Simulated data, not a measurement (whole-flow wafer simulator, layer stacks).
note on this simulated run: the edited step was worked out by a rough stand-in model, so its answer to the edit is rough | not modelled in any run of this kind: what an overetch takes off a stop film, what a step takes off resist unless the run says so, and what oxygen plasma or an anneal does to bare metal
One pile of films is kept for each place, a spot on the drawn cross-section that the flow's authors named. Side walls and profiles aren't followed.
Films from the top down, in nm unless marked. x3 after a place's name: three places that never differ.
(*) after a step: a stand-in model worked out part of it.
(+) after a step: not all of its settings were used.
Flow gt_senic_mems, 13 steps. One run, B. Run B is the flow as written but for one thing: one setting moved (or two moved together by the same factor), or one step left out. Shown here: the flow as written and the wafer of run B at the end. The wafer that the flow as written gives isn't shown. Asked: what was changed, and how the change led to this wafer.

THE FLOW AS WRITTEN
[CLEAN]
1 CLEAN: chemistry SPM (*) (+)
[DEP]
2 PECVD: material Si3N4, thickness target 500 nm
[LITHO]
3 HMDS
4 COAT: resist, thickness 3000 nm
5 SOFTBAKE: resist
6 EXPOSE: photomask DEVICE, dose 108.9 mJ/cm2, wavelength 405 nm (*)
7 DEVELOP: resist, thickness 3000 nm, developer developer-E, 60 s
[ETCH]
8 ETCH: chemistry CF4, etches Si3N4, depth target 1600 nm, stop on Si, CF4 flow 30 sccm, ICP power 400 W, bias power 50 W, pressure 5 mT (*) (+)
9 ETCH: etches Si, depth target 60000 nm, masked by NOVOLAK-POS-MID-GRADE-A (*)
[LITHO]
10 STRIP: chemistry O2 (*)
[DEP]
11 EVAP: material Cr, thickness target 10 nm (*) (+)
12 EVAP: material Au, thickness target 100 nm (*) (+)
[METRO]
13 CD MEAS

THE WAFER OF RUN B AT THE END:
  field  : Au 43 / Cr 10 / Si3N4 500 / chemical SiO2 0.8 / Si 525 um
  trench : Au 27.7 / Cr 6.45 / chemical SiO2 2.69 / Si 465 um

The cause: step 12, EVAP: thickness target 43 nm was run, where the flow has thickness target 100 nm.
It can be read off the wafer: field has Au 43, and step 12 as written asks for 100 nm.

How the change led to this, step by step:
  12 EVAP: material Au, thickness target 100 nm (*) (+)
      field: Au +43 (new film) (as written it would be: Au +100 (new film))
      trench: Au +27.7 (new film) (as written it would be: Au +64.1 (new film))
